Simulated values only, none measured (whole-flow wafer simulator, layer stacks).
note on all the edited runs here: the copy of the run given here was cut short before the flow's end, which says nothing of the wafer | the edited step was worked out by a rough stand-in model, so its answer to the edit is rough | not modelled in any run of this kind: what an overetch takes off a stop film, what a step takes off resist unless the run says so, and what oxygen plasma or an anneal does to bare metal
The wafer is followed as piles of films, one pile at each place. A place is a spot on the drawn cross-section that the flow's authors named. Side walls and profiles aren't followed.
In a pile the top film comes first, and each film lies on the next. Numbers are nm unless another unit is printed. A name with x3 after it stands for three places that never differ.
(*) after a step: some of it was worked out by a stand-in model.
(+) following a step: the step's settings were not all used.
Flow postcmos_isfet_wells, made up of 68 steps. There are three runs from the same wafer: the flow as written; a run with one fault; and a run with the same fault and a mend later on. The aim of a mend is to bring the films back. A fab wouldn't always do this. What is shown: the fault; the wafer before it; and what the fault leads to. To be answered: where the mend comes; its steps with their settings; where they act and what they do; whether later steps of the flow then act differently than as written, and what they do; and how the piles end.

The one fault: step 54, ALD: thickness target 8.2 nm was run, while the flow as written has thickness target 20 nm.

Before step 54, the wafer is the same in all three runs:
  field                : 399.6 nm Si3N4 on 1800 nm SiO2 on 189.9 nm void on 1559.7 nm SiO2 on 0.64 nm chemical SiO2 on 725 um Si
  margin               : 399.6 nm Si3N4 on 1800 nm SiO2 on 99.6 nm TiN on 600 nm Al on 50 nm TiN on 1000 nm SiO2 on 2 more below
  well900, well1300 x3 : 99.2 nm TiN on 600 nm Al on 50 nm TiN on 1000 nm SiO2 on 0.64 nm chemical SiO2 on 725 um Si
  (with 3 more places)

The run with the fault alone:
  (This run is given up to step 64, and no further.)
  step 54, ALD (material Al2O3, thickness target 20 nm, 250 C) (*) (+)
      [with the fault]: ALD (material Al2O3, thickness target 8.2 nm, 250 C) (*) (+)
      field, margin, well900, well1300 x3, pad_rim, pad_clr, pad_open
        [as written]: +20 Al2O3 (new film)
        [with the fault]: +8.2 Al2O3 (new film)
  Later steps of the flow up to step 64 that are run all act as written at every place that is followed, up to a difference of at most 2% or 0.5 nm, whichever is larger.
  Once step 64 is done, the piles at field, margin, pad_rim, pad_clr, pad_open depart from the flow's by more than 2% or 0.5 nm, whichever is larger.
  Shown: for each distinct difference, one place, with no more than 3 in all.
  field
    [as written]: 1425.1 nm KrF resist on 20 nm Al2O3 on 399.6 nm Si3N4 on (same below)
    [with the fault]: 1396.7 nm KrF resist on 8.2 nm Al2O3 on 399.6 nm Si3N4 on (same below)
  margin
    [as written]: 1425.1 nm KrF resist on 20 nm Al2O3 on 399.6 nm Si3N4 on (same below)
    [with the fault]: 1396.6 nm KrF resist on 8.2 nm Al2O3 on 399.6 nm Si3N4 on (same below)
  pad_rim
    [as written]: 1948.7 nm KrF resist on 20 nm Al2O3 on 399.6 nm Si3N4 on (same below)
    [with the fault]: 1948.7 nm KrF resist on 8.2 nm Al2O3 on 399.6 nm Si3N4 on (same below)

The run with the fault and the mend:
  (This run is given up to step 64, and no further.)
  The mend follows step 54.
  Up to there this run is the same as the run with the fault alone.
  step 54a, ALD (material Al2O3, thickness target 11.8 nm, 250 C) (*) (+) (the flow's step 54 again, with other settings)
      field, margin, well900, well1300 x3, pad_rim, pad_clr, pad_open
        +11.8 Al2O3
  Later steps of the flow up to step 64 that are run all act as written at every place that is followed.
  Once step 64 is done, the piles equal the flow's at every place that both follow.
